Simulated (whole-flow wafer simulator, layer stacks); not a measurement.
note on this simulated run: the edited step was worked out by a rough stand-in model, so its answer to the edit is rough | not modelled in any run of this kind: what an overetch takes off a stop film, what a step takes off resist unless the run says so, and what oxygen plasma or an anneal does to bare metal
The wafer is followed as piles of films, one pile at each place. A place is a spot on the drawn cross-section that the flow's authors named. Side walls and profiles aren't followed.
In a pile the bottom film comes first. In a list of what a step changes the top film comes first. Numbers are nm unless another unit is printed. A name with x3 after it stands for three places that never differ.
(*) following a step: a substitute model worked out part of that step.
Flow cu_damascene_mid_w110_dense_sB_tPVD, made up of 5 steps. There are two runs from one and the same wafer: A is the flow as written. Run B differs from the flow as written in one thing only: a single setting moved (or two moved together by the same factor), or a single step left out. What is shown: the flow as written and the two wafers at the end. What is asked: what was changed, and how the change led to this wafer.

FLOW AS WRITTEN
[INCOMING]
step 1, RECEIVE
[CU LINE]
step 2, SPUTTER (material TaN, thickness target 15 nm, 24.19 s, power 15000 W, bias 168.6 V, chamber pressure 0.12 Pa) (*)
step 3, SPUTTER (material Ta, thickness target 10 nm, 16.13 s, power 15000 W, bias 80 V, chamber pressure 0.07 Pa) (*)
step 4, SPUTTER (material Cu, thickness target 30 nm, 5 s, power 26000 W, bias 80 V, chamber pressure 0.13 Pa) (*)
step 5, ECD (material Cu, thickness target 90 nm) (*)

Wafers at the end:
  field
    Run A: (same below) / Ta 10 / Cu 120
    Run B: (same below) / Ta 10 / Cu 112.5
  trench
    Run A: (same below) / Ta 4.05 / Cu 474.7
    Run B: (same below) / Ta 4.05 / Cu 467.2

The reason: step 4, SPUTTER: thickness target 22.5 nm was run, while the flow as written has thickness target 30 nm; step 4, SPUTTER: 3.75 s was run, where the flow has 5 s.

Step by step, how the change led to this:
  step 4, SPUTTER (material Cu, thickness target 30 nm, 5 s, power 26000 W, bias 80 V, chamber pressure 0.13 Pa) (*)
      field: A +30 Cu (new film) | B +22.5 Cu (new film)
      trench: A +12.5 Cu (new film) | B +9.36 Cu (new film)
